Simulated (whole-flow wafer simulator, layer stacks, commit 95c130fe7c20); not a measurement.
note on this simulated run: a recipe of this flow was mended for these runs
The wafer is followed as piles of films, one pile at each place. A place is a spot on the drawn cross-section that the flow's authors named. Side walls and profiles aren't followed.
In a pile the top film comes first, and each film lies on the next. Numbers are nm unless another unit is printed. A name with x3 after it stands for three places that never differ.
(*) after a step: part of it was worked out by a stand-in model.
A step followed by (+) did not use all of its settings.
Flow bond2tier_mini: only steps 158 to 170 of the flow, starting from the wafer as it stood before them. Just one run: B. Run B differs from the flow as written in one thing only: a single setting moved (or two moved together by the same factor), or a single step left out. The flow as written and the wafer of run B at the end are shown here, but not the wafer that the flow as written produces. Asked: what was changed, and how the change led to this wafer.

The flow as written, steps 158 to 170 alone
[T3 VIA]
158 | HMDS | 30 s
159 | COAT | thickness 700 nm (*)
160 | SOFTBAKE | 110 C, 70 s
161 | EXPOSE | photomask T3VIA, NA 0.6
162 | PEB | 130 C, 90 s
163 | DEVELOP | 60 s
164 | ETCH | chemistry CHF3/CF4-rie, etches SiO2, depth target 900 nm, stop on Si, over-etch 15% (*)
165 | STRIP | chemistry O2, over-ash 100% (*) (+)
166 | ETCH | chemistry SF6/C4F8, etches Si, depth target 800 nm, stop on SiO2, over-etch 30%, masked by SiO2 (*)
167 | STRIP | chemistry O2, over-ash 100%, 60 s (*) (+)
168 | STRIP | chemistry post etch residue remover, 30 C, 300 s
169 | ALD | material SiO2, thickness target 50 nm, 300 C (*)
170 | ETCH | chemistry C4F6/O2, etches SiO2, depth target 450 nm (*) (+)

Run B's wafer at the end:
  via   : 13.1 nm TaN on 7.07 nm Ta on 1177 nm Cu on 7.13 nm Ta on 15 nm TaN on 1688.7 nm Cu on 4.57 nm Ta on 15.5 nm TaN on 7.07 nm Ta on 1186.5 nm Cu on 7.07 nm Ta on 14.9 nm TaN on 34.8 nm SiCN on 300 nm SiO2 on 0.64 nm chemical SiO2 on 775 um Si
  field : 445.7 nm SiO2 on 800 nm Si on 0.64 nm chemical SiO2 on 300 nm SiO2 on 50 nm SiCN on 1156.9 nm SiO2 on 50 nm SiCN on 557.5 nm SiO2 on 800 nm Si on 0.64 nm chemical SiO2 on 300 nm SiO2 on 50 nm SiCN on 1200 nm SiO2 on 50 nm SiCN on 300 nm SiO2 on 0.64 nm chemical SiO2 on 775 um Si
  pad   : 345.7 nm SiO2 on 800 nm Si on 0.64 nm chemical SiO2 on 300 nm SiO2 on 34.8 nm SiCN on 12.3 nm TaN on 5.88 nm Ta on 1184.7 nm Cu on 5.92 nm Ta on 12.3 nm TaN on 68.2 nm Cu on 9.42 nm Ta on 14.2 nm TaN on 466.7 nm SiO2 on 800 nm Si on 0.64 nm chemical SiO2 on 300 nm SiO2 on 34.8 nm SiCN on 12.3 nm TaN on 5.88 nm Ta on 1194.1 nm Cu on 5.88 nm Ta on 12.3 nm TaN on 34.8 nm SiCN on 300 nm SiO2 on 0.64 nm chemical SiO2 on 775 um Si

The reason: step 169, ALD: thickness target 68 nm was run, though the flow has thickness target 50 nm; step 170, ETCH: depth target 612 nm was run, where the flow has depth target 450 nm.

How this came from the change, step by step:
  169 | ALD | material SiO2, thickness target 50 nm, 300 C (*)
      field, pad, via: SiO2 gains 68 (it would be, as written: SiO2 gains 50)
  170 | ETCH | chemistry C4F6/O2, etches SiO2, depth target 450 nm (*) (+)
      via: SiO2 loses 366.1 (all of it), SiCN loses 34.8 (all of it), TaN loses 1.79 (it would be, as written: SiO2 loses 348.1 (all of it), SiCN loses 17.2)
      field, pad: SiO2 loses 612 (it would be, as written: SiO2 loses 450)
